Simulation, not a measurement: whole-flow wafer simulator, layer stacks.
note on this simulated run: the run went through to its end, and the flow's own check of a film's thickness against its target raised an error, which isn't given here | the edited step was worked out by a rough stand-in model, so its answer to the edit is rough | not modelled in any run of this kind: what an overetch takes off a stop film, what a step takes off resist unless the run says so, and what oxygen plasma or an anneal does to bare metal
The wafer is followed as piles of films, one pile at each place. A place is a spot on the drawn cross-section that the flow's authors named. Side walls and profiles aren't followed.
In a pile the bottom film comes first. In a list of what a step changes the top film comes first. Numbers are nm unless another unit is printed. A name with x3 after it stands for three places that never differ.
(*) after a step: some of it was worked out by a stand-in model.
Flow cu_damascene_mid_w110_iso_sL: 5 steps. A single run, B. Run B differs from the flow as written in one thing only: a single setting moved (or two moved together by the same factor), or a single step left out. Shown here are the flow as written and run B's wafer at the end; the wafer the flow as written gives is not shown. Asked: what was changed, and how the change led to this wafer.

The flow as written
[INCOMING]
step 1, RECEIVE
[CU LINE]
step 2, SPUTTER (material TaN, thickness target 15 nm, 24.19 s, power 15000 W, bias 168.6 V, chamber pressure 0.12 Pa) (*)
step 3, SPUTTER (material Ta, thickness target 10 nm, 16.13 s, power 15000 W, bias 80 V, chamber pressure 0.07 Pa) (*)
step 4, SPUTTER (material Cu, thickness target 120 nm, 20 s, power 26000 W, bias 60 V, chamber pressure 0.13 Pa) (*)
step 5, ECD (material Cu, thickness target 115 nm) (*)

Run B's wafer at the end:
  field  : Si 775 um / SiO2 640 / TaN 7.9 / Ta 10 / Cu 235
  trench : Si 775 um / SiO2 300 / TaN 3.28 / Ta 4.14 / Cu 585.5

Cause: step 2, SPUTTER: thickness target 7.9 nm was run, whereas the flow has thickness target 15 nm; step 2, SPUTTER: 12.7 s was run, where the flow has 24.19 s.
One can read it off the wafer: field has TaN 7.9, and step 2 as written asks for 15 nm.

The path from the change to this, step by step:
  step 2, SPUTTER (material TaN, thickness target 15 nm, 24.19 s, power 15000 W, bias 168.6 V, chamber pressure 0.12 Pa) (*)
      field: +7.9 TaN (new film) (as written it would have been: +15 TaN (new film))
      trench: +3.28 TaN (new film) (as written it would have been: +6.23 TaN (new film))
  step 4, SPUTTER (material Cu, thickness target 120 nm, 20 s, power 26000 W, bias 60 V, chamber pressure 0.13 Pa) (*)
      trench: +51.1 Cu (new film) (as written it would have been: +49.9 Cu (new film))
